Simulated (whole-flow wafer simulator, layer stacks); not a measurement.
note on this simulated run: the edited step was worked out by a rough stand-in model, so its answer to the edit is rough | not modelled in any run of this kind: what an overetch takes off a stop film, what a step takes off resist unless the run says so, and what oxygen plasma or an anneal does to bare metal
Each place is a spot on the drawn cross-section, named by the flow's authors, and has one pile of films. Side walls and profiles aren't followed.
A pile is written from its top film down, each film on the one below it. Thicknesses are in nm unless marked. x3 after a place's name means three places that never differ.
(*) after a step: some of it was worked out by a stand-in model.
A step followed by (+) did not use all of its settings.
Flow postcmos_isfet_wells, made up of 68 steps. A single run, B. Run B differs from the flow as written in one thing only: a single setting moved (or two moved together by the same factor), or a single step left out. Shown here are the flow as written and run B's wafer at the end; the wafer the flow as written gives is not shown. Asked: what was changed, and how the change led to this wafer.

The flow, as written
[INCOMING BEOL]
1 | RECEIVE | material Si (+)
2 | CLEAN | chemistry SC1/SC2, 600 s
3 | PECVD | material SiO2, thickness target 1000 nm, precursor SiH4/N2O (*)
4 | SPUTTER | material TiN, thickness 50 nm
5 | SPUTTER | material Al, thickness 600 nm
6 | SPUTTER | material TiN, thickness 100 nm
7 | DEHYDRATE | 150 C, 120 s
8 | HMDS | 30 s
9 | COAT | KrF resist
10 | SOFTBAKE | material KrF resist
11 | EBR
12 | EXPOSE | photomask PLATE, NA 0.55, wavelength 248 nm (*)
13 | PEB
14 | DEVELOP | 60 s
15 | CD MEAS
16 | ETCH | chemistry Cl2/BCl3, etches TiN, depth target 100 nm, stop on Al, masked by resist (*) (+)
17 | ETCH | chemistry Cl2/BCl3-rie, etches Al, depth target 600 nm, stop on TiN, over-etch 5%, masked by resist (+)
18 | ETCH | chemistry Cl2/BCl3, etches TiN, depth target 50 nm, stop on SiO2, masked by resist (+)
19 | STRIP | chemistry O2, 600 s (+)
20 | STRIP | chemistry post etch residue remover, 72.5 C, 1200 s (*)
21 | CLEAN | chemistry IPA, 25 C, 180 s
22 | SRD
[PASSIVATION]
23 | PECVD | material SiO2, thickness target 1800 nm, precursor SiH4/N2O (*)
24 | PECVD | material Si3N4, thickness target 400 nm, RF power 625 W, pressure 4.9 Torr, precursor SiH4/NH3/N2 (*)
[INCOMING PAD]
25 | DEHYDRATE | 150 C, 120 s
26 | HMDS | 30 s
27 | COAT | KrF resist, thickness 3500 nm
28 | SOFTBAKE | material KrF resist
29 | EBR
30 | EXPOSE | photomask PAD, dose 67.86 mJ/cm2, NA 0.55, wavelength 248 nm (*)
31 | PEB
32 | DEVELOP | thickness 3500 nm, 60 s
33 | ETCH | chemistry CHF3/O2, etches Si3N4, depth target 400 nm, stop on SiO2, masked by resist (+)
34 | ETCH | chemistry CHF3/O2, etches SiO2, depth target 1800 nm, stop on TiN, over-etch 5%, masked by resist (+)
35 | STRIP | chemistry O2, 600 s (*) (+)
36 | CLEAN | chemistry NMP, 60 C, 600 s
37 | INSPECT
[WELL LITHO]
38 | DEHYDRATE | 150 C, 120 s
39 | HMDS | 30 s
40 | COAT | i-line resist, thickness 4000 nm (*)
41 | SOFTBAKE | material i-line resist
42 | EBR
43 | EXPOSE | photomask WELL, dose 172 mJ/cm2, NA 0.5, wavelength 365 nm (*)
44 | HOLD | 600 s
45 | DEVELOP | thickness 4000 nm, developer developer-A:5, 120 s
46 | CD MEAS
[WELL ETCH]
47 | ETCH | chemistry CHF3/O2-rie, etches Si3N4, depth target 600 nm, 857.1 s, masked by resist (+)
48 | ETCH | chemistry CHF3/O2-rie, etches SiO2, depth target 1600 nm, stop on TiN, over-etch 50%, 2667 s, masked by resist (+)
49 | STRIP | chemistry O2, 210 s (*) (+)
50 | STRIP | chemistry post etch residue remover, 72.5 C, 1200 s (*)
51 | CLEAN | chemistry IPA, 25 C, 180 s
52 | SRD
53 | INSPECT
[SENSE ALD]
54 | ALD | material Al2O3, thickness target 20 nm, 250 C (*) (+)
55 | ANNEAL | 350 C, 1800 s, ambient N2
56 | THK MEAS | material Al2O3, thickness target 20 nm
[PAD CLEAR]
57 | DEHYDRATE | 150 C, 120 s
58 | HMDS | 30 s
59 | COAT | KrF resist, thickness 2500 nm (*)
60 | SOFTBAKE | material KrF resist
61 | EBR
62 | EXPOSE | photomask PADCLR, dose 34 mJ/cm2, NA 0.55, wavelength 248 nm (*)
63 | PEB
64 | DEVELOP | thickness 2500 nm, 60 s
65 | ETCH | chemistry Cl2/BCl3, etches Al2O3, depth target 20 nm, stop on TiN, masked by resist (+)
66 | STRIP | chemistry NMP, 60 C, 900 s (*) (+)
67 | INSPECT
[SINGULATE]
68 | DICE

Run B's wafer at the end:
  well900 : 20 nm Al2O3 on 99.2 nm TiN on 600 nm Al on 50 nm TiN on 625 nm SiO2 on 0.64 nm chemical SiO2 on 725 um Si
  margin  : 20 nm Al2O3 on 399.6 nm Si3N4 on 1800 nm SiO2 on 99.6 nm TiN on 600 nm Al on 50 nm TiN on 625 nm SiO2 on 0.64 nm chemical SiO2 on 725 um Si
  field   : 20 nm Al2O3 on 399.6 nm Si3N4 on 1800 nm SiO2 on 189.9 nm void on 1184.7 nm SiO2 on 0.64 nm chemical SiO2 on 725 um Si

What caused this: step 3, PECVD: thickness target 625 nm was run, whereas the flow has thickness target 1000 nm.
The wafer lets one read it off: well900 has SiO2 625, and step 3 as written asks for 1000 nm.

How this came from the change, step by step:
  3 | PECVD | material SiO2, thickness target 1000 nm, precursor SiH4/N2O (*)
      field, margin, well900, well1300 x3, pad_rim, pad_clr, pad_open: SiO2 gains 625 (new film) (it would be, as written: SiO2 gains 1000 (new film))
